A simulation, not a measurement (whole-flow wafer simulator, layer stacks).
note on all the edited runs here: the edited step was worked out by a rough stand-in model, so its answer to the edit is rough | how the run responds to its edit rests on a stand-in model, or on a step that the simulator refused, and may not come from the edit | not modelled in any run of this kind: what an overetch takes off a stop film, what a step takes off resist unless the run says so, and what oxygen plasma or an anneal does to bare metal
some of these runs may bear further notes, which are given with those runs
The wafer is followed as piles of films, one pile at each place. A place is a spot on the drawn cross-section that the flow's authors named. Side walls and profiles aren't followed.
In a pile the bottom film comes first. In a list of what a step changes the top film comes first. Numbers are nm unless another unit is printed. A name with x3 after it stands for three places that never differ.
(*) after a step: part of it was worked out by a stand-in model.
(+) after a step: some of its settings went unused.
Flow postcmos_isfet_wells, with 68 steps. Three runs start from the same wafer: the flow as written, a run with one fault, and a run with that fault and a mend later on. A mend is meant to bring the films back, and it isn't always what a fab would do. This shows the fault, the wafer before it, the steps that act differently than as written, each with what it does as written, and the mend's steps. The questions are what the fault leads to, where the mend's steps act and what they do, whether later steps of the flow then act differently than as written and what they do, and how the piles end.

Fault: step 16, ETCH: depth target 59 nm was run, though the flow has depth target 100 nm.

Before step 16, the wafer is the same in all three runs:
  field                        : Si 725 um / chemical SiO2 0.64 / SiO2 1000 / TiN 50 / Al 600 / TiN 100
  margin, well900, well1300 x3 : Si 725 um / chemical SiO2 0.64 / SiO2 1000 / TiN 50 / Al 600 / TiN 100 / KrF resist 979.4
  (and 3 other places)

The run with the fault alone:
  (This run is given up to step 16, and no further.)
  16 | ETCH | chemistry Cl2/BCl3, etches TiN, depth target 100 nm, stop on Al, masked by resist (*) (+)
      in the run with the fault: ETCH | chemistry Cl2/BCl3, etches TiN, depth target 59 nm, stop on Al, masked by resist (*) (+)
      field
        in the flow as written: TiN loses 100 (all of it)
        in the run with the fault: TiN loses 59
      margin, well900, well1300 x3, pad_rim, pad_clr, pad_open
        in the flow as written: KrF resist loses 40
        in the run with the fault: KrF resist loses 23.6
  After step 16, at field, the piles differ from the flow's by more than 2% or 0.5 nm, whichever is larger.
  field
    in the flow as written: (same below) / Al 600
    in the run with the fault: (same below) / Al 600 / TiN 41

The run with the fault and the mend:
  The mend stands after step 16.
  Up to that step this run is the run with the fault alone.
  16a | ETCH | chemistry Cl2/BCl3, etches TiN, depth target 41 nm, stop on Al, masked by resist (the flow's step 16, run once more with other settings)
      margin, well900, well1300 x3, pad_rim, pad_clr, pad_open
        KrF resist loses 16.4
      field
        TiN loses 41 (all of it)
  Later steps of the flow that are run all act as written at every place that is followed.
  By the end, the piles equal the flow's at every place that both follow.
